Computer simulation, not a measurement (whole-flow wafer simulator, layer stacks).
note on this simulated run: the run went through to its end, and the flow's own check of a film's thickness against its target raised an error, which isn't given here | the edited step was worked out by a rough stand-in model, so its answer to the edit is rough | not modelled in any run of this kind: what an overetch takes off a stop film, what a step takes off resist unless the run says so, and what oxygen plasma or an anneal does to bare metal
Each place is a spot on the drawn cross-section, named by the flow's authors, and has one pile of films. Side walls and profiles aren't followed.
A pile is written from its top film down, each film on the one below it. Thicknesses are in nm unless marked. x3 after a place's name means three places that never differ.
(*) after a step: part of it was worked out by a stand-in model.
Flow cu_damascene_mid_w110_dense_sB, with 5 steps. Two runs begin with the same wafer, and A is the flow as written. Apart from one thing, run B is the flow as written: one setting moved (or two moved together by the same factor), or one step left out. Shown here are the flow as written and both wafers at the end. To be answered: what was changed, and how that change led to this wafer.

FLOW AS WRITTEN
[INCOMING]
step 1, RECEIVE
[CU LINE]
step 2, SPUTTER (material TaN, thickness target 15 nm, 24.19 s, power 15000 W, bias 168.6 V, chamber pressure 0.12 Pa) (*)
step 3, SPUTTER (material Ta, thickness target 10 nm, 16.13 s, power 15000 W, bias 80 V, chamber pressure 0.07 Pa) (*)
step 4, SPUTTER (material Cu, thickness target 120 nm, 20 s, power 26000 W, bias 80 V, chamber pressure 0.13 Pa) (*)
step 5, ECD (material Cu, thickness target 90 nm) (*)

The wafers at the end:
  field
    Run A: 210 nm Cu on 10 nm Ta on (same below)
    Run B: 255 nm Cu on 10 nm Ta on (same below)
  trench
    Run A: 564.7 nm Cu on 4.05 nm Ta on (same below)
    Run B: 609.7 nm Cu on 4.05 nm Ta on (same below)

Cause: step 4, SPUTTER: thickness target 165 nm was run, while the flow as written has thickness target 120 nm; step 4, SPUTTER: 27.5 s was run, where the flow has 20 s.

Step by step, how the change led to this:
  step 4, SPUTTER (material Cu, thickness target 120 nm, 20 s, power 26000 W, bias 80 V, chamber pressure 0.13 Pa) (*)
      field: A Cu gains 120 (new film) | B Cu gains 165 (new film)
      trench: A Cu gains 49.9 (new film) | B Cu gains 68.6 (new film)
  step 5, ECD (material Cu, thickness target 90 nm) (*)
      trench: A Cu gains 514.8 | B Cu gains 541.1
